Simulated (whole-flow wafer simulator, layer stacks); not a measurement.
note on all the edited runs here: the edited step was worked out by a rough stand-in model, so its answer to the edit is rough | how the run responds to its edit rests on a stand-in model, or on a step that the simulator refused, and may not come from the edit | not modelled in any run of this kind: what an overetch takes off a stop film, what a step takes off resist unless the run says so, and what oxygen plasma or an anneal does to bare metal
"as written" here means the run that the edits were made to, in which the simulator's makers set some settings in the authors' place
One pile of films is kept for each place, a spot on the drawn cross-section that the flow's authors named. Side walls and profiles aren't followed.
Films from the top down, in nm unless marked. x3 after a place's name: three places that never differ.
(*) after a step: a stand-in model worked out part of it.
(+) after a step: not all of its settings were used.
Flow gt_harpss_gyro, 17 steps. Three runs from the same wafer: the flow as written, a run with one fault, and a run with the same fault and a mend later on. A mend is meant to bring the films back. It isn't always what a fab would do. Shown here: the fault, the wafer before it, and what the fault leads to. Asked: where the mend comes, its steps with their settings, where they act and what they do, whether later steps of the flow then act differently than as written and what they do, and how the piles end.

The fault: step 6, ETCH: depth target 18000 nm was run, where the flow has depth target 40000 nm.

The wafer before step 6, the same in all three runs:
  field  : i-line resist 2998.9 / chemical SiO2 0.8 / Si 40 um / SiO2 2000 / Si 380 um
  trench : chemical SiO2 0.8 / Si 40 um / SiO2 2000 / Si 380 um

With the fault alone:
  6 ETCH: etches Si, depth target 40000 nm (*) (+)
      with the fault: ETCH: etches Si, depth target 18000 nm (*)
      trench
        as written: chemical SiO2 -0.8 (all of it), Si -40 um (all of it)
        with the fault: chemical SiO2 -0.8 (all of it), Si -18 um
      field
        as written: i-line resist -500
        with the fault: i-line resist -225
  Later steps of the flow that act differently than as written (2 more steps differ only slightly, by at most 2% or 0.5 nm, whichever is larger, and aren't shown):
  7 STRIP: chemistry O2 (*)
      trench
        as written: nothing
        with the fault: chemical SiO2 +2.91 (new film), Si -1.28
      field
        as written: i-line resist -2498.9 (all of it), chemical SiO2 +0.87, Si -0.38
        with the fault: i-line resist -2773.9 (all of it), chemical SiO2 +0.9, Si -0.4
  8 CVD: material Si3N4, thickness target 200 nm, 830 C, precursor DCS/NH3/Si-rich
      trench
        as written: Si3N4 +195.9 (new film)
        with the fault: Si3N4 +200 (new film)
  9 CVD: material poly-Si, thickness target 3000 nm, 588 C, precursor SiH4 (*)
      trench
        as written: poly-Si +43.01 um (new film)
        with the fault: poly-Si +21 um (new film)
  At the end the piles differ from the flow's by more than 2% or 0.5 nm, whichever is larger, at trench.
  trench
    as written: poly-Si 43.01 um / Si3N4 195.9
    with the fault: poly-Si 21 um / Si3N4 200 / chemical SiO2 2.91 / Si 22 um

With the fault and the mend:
  The mend comes after step 6.
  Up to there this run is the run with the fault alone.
  6a ETCH: etches Si, depth target 22000 nm (*) (+) (the flow's step 6 once more, with other settings)
      field
        i-line resist -275
      trench
        Si -22 um (all of it)
  No later step of the flow acts differently than as written at any place that is followed.
  At the end the piles are the same as the flow's at every place that both follow.
